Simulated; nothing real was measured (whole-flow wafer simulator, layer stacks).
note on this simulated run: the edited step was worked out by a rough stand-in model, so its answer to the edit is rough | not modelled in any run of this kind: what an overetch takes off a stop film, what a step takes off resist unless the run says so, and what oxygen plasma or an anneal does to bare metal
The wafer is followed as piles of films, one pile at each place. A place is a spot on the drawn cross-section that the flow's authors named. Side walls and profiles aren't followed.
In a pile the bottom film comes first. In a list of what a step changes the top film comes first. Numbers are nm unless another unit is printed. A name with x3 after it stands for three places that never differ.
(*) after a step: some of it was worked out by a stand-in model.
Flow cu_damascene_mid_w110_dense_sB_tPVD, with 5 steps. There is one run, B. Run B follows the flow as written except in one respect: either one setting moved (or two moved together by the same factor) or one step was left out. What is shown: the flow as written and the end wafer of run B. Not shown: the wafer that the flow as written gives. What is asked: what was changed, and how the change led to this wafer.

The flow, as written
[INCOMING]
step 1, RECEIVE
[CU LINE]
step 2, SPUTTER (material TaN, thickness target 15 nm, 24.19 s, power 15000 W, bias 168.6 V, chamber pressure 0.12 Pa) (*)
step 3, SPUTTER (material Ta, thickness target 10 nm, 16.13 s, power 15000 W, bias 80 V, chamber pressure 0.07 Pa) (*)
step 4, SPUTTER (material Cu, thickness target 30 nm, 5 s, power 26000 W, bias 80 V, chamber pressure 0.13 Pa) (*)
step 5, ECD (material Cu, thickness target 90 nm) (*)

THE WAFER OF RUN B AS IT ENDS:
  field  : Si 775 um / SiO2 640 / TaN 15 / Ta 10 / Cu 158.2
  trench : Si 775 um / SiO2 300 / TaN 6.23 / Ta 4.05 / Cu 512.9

What caused this: step 5, ECD: thickness target 128.2 nm was run, while the flow as written has thickness target 90 nm.

The path from the change to this, step by step:
  step 5, ECD (material Cu, thickness target 90 nm) (*)
      field: Cu gains 128.2 (as written it would have been: Cu gains 90)
      trench: Cu gains 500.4 (as written it would have been: Cu gains 462.2)
